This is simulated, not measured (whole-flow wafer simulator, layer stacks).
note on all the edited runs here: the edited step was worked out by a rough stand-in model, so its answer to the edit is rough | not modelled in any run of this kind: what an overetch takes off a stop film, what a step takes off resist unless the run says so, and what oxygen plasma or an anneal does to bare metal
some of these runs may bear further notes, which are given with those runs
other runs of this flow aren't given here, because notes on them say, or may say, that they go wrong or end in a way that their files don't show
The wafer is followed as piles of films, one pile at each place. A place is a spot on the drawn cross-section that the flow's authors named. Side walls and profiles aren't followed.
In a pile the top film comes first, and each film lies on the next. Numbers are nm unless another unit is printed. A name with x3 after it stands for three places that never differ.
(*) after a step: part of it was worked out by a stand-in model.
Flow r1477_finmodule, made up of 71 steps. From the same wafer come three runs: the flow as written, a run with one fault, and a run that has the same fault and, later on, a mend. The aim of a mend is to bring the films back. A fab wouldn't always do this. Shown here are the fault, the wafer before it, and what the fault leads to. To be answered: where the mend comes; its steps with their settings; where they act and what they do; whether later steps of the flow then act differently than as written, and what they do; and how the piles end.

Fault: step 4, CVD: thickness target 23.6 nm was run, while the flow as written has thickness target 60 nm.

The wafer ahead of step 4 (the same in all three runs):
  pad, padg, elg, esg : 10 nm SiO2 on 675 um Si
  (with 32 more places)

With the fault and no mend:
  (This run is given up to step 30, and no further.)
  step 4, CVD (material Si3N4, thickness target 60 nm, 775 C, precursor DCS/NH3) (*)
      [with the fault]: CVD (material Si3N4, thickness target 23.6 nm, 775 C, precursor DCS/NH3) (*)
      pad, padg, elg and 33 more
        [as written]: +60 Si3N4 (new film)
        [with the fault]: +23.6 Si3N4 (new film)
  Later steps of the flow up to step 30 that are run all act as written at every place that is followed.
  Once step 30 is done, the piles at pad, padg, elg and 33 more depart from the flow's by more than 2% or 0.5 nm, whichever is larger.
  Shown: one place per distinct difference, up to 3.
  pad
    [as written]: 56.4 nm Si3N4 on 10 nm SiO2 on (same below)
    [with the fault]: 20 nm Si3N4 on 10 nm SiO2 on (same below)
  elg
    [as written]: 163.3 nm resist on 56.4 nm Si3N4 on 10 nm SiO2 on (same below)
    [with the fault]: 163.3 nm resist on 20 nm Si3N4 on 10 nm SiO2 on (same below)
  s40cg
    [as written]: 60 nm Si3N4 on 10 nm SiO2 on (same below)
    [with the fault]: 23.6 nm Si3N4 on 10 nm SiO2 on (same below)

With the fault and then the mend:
  The mend follows step 5.
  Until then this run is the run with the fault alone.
  step 5a, ETCH (chemistry h3po4, depth target 27.14 nm)
      pad, padg, elg and 33 more
        -23.6 Si3N4 (all of it)
  step 5b, CLEAN (chemistry SC1/SC2) (the flow's step 2 again)
      alters no film at any place that is followed
  step 5c, CVD (material Si3N4, thickness target 60 nm, 775 C, precursor DCS/NH3) (*) (the flow's step 4 again)
      pad, padg, elg and 33 more
        +60 Si3N4 (new film)
  Later steps of the flow that are run all act as written at every place that is followed.
  At every place that both follow, the piles at the end match the flow's.
